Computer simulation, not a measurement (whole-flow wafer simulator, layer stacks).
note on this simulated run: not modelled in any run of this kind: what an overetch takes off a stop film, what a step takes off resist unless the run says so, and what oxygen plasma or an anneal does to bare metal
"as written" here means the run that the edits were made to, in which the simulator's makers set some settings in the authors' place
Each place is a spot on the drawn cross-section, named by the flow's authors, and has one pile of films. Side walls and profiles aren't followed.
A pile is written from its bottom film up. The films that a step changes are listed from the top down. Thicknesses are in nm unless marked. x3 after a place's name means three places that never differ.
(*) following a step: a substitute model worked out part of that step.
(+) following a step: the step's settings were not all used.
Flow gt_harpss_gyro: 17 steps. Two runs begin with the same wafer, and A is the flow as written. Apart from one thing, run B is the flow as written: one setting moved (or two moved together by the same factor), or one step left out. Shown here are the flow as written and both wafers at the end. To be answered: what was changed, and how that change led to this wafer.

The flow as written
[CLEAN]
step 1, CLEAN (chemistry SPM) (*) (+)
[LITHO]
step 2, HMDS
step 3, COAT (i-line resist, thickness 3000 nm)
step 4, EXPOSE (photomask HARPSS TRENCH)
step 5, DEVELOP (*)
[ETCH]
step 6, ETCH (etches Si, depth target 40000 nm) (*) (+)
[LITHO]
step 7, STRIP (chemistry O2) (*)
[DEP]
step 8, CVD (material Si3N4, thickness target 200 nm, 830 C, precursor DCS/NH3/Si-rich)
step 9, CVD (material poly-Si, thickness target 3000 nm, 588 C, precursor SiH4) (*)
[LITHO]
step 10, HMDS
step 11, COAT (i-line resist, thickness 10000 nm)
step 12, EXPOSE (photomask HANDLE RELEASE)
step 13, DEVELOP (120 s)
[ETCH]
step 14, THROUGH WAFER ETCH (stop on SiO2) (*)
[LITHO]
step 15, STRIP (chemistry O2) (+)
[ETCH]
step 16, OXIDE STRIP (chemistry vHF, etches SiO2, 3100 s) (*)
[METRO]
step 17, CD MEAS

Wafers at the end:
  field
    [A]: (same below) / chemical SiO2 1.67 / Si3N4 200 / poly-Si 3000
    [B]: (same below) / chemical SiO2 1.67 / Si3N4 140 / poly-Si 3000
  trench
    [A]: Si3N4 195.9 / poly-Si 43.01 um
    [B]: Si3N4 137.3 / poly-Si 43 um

What caused this: step 8, CVD: thickness target 140 nm was run, while the flow as written has thickness target 200 nm.
One can read it off the wafer: field has Si3N4 140, and step 8 as written asks for 200 nm.

The path from the change to this, step by step:
  step 8, CVD (material Si3N4, thickness target 200 nm, 830 C, precursor DCS/NH3/Si-rich)
      field: A +200 Si3N4 (new film) | B +140 Si3N4 (new film)
      trench: A +195.9 Si3N4 (new film) | B +137.3 Si3N4 (new film)
  step 9, CVD (material poly-Si, thickness target 3000 nm, 588 C, precursor SiH4) (*)
      trench: A +43.01 um poly-Si (new film) | B +43 um poly-Si (new film)
